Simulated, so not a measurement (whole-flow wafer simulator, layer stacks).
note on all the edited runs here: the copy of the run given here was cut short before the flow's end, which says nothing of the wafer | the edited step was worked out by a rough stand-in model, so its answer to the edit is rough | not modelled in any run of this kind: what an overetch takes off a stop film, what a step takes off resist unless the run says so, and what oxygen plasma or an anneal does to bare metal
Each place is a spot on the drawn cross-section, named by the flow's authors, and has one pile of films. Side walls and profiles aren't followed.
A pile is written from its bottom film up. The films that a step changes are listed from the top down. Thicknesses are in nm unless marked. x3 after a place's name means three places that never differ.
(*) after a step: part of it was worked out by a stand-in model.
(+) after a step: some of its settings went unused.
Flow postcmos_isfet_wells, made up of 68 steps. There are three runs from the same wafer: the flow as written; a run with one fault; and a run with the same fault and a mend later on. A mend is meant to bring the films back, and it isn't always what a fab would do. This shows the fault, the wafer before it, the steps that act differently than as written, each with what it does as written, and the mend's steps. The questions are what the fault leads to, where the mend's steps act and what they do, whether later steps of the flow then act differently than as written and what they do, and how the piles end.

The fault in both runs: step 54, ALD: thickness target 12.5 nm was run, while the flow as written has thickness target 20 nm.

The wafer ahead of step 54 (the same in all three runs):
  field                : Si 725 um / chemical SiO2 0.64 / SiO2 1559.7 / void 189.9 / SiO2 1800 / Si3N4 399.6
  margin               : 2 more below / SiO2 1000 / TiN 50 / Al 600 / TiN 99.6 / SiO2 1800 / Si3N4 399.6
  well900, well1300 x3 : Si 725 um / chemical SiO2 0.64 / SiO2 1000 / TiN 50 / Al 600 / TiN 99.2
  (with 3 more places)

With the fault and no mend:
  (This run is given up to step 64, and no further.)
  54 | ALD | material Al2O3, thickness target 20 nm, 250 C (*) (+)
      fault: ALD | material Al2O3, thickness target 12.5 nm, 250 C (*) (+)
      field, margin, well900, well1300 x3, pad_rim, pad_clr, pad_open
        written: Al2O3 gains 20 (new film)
        fault: Al2O3 gains 12.5 (new film)
  Later steps of the flow up to step 64 that are run all act as written at every place that is followed, up to a difference of at most 2% or 0.5 nm, whichever is larger.
  After step 64, at field, margin, pad_rim, pad_clr, pad_open, the piles differ from the flow's by more than 2% or 0.5 nm, whichever is larger.
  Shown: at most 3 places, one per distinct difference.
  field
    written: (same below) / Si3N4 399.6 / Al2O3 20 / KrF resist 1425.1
    fault: (same below) / Si3N4 399.6 / Al2O3 12.5 / KrF resist 1407.2
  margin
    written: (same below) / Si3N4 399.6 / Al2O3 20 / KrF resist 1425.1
    fault: (same below) / Si3N4 399.6 / Al2O3 12.5 / KrF resist 1407.1
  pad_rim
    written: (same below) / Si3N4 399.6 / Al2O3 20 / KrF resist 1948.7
    fault: (same below) / Si3N4 399.6 / Al2O3 12.5 / KrF resist 1948.4

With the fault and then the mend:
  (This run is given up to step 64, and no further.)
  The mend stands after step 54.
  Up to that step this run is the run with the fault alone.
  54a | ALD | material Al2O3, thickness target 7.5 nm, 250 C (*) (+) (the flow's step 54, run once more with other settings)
      field, margin, well900, well1300 x3, pad_rim, pad_clr, pad_open
        Al2O3 gains 7.5
  Later steps of the flow up to step 64 that are run all act as written at every place that is followed.
  The piles after step 64 are the same as the flow's at every place that both follow.
